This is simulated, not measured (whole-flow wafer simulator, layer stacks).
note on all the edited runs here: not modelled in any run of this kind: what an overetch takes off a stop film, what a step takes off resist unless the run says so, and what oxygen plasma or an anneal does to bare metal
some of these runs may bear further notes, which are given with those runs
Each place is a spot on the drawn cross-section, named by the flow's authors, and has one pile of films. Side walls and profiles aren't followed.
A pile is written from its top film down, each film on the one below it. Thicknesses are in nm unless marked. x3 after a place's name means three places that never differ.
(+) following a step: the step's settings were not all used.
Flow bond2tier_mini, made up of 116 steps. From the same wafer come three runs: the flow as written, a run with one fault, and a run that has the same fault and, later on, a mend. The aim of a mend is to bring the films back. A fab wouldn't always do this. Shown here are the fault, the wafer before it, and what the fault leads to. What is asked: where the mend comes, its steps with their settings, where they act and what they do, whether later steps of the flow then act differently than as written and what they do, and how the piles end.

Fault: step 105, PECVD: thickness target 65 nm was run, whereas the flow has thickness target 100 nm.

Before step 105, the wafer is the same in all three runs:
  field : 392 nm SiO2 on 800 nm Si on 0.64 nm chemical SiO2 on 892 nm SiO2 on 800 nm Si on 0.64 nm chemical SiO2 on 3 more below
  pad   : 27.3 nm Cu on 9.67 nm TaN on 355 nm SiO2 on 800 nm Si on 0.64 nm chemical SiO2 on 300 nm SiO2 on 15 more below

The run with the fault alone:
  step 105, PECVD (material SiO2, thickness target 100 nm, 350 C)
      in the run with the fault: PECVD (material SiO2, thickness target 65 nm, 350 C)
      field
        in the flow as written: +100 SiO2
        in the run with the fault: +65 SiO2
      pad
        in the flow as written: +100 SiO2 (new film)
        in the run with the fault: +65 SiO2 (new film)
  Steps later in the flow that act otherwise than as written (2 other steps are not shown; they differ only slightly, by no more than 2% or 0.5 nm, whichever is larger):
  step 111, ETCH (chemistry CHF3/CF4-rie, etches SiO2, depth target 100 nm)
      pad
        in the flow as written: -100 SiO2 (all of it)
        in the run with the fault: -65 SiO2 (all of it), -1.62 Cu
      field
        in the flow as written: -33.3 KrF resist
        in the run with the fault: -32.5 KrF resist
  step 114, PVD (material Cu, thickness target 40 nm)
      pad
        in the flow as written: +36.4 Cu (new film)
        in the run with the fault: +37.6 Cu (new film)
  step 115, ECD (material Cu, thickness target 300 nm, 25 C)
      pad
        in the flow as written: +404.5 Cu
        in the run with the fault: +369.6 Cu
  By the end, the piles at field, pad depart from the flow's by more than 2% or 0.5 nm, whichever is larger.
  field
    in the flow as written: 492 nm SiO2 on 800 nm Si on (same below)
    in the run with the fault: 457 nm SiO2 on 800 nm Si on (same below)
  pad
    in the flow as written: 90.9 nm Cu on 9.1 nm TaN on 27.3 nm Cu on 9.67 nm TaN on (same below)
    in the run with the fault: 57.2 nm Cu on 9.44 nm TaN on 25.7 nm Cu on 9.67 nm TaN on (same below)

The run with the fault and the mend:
  The mend follows step 110.
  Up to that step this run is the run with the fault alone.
  step 110a, STRIP (chemistry O2, over-ash 100%) (+)
      field
        -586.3 KrF resist (all of it)
  step 110b, PECVD (material SiO2, thickness target 35 nm, 350 C) (a further turn of the flow's step 105, with different settings)
      field, pad
        +35 SiO2
  step 110c, COAT (KrF resist, thickness 600 nm) (a further turn of the flow's step 106)
      field, pad
        +600 KrF resist (new film)
  step 110d, SOFTBAKE (KrF resist) (a further turn of the flow's step 107)
      alters no film at any place that is followed
  step 110e, EXPOSE (photomask T3PAD, NA 0.6) (a further turn of the flow's step 108)
      alters no film at any place that is followed
  step 110f, PEB (KrF resist) (a further turn of the flow's step 109)
      alters no film at any place that is followed
  step 110g, DEVELOP (developer TMAH-0.26N, 60 s) (a further turn of the flow's step 110)
      field
        -13.7 KrF resist
      pad
        -600 KrF resist (all of it)
  Later steps of the flow that are run all act as written at every place that is followed.
  At every place that both follow, the piles at the end match the flow's.
